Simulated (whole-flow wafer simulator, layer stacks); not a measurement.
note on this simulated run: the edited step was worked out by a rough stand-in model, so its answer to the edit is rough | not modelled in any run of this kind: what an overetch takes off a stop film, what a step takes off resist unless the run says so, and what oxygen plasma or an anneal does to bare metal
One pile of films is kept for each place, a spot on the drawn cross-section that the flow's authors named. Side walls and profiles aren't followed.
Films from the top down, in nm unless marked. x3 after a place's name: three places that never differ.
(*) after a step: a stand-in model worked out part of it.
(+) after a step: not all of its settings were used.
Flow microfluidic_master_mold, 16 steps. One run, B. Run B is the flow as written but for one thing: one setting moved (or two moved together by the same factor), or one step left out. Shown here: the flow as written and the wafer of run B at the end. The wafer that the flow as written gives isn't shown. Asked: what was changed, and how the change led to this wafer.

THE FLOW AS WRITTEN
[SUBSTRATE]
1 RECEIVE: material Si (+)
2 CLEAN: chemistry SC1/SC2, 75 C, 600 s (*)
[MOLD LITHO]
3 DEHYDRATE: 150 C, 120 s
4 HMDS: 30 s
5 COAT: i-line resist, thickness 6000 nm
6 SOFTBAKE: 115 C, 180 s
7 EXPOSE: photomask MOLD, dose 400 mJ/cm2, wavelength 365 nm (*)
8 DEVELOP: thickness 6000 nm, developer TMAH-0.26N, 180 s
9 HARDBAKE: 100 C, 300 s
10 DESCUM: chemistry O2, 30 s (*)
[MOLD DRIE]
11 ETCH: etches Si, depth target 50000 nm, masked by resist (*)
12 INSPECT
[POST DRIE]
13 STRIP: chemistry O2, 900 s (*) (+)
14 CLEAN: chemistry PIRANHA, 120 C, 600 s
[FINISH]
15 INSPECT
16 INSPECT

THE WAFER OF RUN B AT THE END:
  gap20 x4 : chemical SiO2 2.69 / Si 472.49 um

The cause: step 11, ETCH: depth target 52500 nm was run, where the flow has depth target 50000 nm.

How the change led to this, step by step:
  11 ETCH: etches Si, depth target 50000 nm, masked by resist (*)
      gap20 x4: chemical SiO2 -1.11 (all of it), Si -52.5 um (as written it would be: chemical SiO2 -1.11 (all of it), Si -50 um)
      ridge: i-line resist -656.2 (as written it would be: i-line resist -625)
